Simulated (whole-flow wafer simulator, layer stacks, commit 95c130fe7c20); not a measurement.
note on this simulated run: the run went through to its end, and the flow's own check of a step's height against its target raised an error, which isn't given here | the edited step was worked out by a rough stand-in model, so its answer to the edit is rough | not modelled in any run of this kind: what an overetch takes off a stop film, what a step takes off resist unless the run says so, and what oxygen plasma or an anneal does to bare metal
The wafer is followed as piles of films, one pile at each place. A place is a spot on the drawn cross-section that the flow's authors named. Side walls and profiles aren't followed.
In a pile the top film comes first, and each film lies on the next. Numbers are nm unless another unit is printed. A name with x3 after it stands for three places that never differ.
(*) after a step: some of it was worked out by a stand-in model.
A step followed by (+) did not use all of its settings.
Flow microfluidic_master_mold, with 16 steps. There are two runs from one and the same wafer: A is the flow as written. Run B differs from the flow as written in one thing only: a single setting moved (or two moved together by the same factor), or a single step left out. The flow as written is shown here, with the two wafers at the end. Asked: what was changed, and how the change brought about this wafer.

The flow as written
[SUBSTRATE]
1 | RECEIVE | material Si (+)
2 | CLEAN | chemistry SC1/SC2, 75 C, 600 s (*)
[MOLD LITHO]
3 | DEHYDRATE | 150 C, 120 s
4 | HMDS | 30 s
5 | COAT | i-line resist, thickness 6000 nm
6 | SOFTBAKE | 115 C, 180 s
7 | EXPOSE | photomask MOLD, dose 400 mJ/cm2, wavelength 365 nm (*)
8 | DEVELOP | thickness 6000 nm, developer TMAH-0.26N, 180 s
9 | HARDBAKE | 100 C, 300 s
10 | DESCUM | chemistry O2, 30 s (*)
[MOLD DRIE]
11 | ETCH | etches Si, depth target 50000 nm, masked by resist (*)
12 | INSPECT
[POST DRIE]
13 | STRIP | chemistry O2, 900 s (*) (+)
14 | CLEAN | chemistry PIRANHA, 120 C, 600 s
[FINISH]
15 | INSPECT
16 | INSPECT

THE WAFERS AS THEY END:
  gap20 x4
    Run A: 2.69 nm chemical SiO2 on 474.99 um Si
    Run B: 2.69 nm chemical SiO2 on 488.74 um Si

The reason: step 11, ETCH: depth target 36250 nm was run, while the flow as written has depth target 50000 nm.

Step by step, how the change led to this:
  11 | ETCH | etches Si, depth target 50000 nm, masked by resist (*)
      gap20 x4: A -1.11 chemical SiO2 (all of it), -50 um Si | B -1.11 chemical SiO2 (all of it), -36.25 um Si
      ridge: A -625 i-line resist | B -453.1 i-line resist
  13 | STRIP | chemistry O2, 900 s (*) (+)
      ridge: A -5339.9 i-line resist (all of it), +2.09 chemical SiO2, -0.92 Si | B -5511.8 i-line resist (all of it), +2.09 chemical SiO2, -0.92 Si
